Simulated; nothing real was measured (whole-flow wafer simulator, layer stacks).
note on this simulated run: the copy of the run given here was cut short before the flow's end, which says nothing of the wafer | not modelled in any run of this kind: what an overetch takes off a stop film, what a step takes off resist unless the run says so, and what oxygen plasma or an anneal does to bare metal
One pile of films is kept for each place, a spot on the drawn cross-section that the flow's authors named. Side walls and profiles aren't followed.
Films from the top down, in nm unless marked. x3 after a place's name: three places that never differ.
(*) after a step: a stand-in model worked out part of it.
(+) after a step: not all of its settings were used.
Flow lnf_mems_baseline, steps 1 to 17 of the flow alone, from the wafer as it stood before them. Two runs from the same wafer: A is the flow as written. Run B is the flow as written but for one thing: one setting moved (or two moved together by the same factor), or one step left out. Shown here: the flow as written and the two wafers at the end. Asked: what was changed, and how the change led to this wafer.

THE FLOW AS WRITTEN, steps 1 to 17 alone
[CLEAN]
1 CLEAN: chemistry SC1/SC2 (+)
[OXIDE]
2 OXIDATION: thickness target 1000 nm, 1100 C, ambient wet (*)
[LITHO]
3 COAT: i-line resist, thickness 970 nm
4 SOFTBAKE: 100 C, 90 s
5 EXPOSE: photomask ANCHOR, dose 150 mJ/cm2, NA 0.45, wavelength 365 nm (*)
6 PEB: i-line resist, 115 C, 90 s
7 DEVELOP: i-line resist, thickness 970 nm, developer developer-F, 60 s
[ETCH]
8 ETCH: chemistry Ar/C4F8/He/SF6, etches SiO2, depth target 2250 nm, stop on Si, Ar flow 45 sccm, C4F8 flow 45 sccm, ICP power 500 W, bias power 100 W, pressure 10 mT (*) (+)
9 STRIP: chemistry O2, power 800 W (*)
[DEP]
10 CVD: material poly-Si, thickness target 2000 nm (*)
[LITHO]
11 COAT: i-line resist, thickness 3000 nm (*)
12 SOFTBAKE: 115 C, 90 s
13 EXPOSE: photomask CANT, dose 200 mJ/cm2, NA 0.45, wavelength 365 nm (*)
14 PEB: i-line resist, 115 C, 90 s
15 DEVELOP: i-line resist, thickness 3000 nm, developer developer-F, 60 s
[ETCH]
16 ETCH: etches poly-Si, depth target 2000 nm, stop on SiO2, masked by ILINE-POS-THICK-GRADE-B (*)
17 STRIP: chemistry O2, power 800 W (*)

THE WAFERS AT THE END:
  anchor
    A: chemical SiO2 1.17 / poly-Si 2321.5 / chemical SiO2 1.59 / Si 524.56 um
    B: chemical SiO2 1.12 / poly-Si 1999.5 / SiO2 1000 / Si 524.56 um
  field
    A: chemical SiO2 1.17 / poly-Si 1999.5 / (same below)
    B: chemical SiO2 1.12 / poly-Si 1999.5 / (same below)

The cause: step 8, ETCH: chemistry Ar/C4F8/He/SF6, etches SiO2, depth target 2250 nm, stop on Si, Ar flow 45 sccm, C4F8 flow 45 sccm, ICP power 500 W, bias power 100 W, pressure 10 mT (*) (+), was left out.

How the change led to this, step by step:
  9 STRIP: chemistry O2, power 800 W (*)
      anchor: A chemical SiO2 +1.59 (new film), Si -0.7 | B nothing
      field, beam, trench, char_slit: A i-line resist -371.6 (all of it) | B i-line resist -933.1 (all of it)
  10 CVD: material poly-Si, thickness target 2000 nm (*)
      anchor: A poly-Si +2322 (new film) | B poly-Si +2000 (new film)
  11 COAT: i-line resist, thickness 3000 nm (*)
      anchor: A i-line resist +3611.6 (new film) | B i-line resist +3000 (new film)
  12 SOFTBAKE: 115 C, 90 s
      field: A i-line resist -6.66 | B nothing
      anchor: A i-line resist +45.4 | B nothing
      (and at 2 more places)
  14 PEB: i-line resist, 115 C, 90 s
      anchor: A i-line resist -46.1 | B i-line resist -34.9
  17 STRIP: chemistry O2, power 800 W (*)
      anchor: A chemical SiO2 +1.17 (new film), i-line resist -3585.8 (all of it), poly-Si -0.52 | B chemical SiO2 +1.12 (new film), i-line resist -2940 (all of it), poly-Si -0.49
